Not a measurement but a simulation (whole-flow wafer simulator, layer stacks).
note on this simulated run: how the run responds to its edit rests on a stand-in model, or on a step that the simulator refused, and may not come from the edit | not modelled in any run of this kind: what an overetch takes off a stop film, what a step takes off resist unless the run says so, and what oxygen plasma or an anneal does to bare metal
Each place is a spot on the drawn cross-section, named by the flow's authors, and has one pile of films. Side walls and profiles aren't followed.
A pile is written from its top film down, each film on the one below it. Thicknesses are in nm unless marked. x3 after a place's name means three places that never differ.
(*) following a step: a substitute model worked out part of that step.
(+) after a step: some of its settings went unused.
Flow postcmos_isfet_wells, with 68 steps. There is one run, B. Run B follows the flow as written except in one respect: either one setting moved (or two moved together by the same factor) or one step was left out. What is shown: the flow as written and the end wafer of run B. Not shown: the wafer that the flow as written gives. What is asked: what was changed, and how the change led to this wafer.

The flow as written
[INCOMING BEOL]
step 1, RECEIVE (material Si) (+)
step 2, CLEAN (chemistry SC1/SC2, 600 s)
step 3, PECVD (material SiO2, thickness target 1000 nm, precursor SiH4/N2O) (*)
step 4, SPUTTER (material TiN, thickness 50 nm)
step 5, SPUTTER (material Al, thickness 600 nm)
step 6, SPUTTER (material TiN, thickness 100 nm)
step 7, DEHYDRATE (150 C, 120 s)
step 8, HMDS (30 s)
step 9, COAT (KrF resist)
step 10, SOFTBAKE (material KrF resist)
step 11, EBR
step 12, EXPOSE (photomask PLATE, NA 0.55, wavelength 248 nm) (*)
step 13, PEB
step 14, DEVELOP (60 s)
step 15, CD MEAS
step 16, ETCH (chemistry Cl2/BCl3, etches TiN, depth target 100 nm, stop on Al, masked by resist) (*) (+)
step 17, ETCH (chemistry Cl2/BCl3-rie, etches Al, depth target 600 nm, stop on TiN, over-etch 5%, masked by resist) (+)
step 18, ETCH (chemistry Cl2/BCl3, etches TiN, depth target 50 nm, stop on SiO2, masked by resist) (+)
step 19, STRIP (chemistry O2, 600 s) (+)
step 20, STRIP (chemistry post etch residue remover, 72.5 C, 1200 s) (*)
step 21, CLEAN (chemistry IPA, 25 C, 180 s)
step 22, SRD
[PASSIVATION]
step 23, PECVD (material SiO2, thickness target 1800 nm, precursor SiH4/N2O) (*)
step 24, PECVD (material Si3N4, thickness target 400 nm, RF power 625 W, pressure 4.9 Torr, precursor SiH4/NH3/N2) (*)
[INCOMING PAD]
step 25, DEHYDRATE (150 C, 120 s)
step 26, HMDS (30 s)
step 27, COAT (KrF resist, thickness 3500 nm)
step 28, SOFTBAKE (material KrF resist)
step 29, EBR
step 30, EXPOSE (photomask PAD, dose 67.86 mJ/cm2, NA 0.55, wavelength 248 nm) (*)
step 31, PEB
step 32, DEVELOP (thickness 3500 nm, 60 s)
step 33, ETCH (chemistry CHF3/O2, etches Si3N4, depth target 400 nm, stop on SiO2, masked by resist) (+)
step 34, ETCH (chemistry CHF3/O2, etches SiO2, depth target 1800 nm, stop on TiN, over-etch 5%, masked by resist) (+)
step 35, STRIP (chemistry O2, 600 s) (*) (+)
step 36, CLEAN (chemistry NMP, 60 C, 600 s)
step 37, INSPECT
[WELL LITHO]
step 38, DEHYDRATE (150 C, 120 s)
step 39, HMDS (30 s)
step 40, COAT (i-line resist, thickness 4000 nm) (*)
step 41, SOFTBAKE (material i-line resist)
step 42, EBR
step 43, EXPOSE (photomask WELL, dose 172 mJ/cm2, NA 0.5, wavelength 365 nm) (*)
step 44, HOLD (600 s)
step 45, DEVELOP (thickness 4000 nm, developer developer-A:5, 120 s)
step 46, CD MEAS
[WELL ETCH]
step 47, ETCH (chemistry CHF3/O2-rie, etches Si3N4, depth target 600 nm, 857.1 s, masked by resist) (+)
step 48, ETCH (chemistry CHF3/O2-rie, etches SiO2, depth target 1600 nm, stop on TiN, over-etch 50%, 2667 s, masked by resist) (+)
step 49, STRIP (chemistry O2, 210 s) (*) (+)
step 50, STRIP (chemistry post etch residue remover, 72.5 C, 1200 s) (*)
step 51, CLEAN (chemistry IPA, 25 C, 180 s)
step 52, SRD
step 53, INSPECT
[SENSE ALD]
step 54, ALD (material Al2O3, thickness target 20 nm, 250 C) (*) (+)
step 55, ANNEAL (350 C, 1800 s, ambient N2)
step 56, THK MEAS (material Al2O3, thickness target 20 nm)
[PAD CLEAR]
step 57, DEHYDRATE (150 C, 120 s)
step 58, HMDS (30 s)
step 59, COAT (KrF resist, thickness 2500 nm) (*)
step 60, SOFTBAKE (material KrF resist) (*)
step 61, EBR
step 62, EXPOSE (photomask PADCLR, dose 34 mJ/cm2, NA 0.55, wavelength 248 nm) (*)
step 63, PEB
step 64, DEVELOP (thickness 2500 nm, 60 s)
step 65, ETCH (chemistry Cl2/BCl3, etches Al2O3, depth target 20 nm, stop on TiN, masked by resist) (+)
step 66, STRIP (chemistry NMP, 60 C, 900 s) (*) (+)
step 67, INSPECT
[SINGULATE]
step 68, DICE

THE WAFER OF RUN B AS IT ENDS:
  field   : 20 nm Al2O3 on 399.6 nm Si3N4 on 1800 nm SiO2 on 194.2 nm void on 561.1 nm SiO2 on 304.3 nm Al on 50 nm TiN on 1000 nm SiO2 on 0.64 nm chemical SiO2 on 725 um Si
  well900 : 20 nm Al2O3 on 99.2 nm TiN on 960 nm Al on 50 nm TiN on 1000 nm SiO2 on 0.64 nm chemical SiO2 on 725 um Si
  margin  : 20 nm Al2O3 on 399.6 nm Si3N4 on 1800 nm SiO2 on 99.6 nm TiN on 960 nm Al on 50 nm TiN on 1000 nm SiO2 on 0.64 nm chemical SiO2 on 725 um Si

Cause: step 5, SPUTTER: thickness 960 nm was run, though the flow has thickness 600 nm.
One can read it off the wafer: well900 has Al 960, and step 5 as written asks for 600 nm.

How this came from the change, step by step:
  step 5, SPUTTER (material Al, thickness 600 nm)
      field, margin, well900 and 6 more: Al gains 960 (new film) (as written it would have been: Al gains 600 (new film))
  step 17, ETCH (chemistry Cl2/BCl3-rie, etches Al, depth target 600 nm, stop on TiN, over-etch 5%, masked by resist) (+)
      field: Al loses 600 (as written it would have been: Al loses 600 (all of it))
  step 18, ETCH (chemistry Cl2/BCl3, etches TiN, depth target 50 nm, stop on SiO2, masked by resist) (+)
      field: Al loses 50 (as written it would have been: TiN loses 50 (all of it))
  step 20, STRIP (chemistry post etch residue remover, 72.5 C, 1200 s) (*)
      field: Al loses 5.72 (as written it would have been: nothing)
  step 23, PECVD (material SiO2, thickness target 1800 nm, precursor SiH4/N2O) (*)
      field: SiO2 gains 1800 (new film), void gains 194.2 (new film), SiO2 gains 561.1 (new film) (as written it would have been: SiO2 gains 1800 (new film), void gains 189.9 (new film), SiO2 gains 559.7)
If metal films that touch count as one body, field has 1 body; the flow as written gives 0 bodies.
